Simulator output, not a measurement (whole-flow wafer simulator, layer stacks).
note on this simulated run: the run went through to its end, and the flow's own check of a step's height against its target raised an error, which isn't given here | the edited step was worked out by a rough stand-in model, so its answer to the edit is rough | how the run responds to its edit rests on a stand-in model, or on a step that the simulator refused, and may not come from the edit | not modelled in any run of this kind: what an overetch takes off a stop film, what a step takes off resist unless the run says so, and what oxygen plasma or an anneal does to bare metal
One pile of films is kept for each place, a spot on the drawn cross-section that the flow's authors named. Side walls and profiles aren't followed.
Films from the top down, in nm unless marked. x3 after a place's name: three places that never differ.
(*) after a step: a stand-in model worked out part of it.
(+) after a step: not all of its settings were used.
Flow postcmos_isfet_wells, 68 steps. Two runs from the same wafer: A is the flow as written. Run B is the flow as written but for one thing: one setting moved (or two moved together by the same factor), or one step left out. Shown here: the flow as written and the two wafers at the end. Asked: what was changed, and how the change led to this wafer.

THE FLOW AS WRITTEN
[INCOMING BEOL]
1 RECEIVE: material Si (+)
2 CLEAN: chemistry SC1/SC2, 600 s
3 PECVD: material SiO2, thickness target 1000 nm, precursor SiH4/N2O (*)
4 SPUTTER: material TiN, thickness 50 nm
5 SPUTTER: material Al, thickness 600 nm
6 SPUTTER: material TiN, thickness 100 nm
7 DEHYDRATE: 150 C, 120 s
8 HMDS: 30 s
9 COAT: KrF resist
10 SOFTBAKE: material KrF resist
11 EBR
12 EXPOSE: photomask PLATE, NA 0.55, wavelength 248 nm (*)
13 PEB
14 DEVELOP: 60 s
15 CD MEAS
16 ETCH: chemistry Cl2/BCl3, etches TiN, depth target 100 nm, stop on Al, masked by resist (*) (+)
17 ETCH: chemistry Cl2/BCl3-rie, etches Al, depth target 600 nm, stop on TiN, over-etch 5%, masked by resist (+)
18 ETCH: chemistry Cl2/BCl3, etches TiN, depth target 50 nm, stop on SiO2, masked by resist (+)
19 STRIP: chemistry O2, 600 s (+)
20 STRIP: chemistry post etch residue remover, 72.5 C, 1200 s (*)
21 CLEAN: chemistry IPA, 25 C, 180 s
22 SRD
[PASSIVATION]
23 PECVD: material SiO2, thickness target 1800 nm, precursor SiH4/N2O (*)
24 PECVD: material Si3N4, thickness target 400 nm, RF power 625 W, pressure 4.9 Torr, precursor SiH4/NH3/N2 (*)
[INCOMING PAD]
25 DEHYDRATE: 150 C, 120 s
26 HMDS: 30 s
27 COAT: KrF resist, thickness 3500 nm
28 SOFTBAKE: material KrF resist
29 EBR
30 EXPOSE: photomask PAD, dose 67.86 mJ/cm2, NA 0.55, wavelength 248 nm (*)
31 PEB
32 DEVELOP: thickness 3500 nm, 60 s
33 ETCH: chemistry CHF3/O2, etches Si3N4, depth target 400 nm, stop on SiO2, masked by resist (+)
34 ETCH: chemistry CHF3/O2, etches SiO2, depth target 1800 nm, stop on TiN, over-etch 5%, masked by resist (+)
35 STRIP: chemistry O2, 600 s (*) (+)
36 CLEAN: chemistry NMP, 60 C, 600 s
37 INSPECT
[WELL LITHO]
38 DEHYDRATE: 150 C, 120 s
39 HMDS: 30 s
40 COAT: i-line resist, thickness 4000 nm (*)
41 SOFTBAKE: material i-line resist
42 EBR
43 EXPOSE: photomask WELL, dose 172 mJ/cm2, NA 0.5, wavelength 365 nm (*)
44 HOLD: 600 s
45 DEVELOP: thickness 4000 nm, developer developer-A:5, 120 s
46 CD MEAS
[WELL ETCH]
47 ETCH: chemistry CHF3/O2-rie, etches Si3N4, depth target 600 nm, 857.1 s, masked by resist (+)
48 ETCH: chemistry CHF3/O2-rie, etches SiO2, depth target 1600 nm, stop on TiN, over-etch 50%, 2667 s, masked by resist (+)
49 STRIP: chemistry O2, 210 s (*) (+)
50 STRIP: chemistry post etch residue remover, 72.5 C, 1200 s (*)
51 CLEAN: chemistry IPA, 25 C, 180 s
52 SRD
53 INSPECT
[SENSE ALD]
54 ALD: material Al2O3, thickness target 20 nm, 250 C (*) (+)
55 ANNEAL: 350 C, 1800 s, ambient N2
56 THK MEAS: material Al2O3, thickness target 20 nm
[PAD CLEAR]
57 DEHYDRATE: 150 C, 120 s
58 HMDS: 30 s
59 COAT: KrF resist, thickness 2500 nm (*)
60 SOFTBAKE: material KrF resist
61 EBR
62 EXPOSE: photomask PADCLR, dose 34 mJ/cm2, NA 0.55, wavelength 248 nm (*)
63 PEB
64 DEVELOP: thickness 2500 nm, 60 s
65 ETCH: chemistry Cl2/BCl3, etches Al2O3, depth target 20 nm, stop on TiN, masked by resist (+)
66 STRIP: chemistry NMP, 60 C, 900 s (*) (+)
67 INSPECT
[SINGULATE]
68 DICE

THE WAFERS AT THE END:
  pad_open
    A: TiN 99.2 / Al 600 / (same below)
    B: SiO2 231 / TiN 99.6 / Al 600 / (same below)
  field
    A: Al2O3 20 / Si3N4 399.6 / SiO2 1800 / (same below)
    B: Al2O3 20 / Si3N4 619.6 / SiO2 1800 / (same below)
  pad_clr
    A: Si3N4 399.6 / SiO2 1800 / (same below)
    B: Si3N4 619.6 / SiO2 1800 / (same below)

The cause: step 24, PECVD: thickness target 620 nm was run, where the flow has thickness target 400 nm.

How the change led to this, step by step:
  24 PECVD: material Si3N4, thickness target 400 nm, RF power 625 W, pressure 4.9 Torr, precursor SiH4/NH3/N2 (*)
      field, margin, well900, well1300 x3, pad_rim, pad_clr, pad_open: A Si3N4 +400 (new film) | B Si3N4 +620 (new film)
  33 ETCH: chemistry CHF3/O2, etches Si3N4, depth target 400 nm, stop on SiO2, masked by resist (+)
      pad_open: A Si3N4 -400 (all of it) | B Si3N4 -400
  34 ETCH: chemistry CHF3/O2, etches SiO2, depth target 1800 nm, stop on TiN, over-etch 5%, masked by resist (+)
      pad_open: A SiO2 -1800 (all of it) | B Si3N4 -220 (all of it), SiO2 -1569
  47 ETCH: chemistry CHF3/O2-rie, etches Si3N4, depth target 600 nm, 857.1 s, masked by resist (+)
      well900, well1300 x3: A Si3N4 -400 (all of it), SiO2 -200 | B Si3N4 -600
  48 ETCH: chemistry CHF3/O2-rie, etches SiO2, depth target 1600 nm, stop on TiN, over-etch 50%, 2667 s, masked by resist (+)
      well900, well1300 x3: A SiO2 -1600 (all of it) | B Si3N4 -20 (all of it), SiO2 -1800 (all of it)
  59 COAT: KrF resist, thickness 2500 nm (*)
      field: A KrF resist +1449 (new film) | B KrF resist +1343.9 (new film)
      margin: A KrF resist +1448.9 (new film) | B KrF resist +1343.8 (new film)
  63 PEB
      field, margin: A KrF resist -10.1 | B KrF resist -9.34
  66 STRIP: chemistry NMP, 60 C, 900 s (*) (+)
      field: A KrF resist -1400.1 (all of it) | B KrF resist -1295.8 (all of it)
      margin: A KrF resist -1400.1 (all of it) | B KrF resist -1295.7 (all of it)
